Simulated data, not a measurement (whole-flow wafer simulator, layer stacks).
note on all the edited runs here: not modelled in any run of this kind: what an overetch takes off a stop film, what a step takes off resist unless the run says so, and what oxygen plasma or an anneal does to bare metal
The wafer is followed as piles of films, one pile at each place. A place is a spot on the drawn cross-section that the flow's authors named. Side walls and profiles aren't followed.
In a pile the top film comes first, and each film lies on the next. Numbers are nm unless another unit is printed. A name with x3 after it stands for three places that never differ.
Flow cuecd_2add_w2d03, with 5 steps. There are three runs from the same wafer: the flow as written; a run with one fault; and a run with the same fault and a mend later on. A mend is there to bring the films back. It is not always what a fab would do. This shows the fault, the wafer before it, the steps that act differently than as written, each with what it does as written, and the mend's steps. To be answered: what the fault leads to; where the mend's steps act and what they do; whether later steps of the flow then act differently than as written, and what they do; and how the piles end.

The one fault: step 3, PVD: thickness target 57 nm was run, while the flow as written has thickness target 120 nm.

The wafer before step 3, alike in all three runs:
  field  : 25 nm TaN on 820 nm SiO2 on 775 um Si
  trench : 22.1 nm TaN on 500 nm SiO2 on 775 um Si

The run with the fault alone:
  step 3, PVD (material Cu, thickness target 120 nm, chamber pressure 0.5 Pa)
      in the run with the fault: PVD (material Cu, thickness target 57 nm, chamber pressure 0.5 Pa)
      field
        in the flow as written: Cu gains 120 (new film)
        in the run with the fault: Cu gains 57 (new film)
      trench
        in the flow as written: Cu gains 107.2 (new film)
        in the run with the fault: Cu gains 50.8 (new film)
  Later steps of the flow that are run all act as written at every place that is followed.
  At field, trench, the piles at the end differ from the flow's by more than 2% or 0.5 nm, whichever is larger.
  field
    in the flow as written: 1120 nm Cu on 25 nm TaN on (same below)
    in the run with the fault: 1057 nm Cu on 25 nm TaN on (same below)
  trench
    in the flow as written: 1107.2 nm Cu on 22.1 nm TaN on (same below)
    in the run with the fault: 1050.8 nm Cu on 22.1 nm TaN on (same below)

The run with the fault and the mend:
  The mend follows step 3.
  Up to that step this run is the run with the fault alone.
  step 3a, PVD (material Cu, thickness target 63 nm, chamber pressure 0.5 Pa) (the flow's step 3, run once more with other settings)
      field
        Cu gains 63
      trench
        Cu gains 55.9
  Later steps of the flow that are run all act as written at every place that is followed.
  The piles end only slightly different from the flow's at the places that both follow, by no more than 2% or 0.5 nm, whichever is larger.
